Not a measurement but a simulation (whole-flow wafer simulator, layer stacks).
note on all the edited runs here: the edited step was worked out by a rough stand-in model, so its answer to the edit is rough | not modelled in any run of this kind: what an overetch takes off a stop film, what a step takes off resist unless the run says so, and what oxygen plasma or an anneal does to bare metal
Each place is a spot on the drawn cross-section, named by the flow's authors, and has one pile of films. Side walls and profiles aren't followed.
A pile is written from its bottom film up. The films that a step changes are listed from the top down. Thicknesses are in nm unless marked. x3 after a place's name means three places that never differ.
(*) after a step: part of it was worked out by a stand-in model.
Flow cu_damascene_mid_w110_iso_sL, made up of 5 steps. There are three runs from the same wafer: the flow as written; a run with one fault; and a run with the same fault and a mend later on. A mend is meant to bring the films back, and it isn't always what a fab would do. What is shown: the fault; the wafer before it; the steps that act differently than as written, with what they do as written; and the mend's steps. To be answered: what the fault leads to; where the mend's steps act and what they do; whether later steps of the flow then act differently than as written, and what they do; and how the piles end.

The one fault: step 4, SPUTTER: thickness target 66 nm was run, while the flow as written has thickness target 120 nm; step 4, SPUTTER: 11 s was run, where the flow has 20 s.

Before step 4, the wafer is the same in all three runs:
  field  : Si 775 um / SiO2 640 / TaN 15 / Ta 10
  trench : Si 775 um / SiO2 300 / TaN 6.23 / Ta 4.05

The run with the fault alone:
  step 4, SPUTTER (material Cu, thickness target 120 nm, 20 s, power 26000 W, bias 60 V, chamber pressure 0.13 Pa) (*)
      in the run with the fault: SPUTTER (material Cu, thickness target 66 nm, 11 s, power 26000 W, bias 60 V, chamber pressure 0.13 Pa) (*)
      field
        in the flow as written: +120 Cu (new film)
        in the run with the fault: +66 Cu (new film)
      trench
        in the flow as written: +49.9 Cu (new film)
        in the run with the fault: +27.5 Cu (new film)
  Later steps of the flow acting differently than as written:
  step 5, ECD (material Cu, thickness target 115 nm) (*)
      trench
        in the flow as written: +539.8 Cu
        in the run with the fault: +508.3 Cu
  At field, trench, the piles at the end differ from the flow's by more than 2% or 0.5 nm, whichever is larger.
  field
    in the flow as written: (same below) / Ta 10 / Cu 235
    in the run with the fault: (same below) / Ta 10 / Cu 181
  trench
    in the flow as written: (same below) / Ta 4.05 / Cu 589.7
    in the run with the fault: (same below) / Ta 4.05 / Cu 535.7

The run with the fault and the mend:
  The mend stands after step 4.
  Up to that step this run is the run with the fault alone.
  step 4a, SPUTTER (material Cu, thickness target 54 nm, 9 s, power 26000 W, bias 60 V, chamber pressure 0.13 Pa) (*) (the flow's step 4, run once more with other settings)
      field
        +54 Cu
      trench
        +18 Cu
  Later steps of the flow that are run all act as written at every place that is followed, up to a difference of at most 2% or 0.5 nm, whichever is larger.
  At every place that both follow, the piles at the end match the flow's.
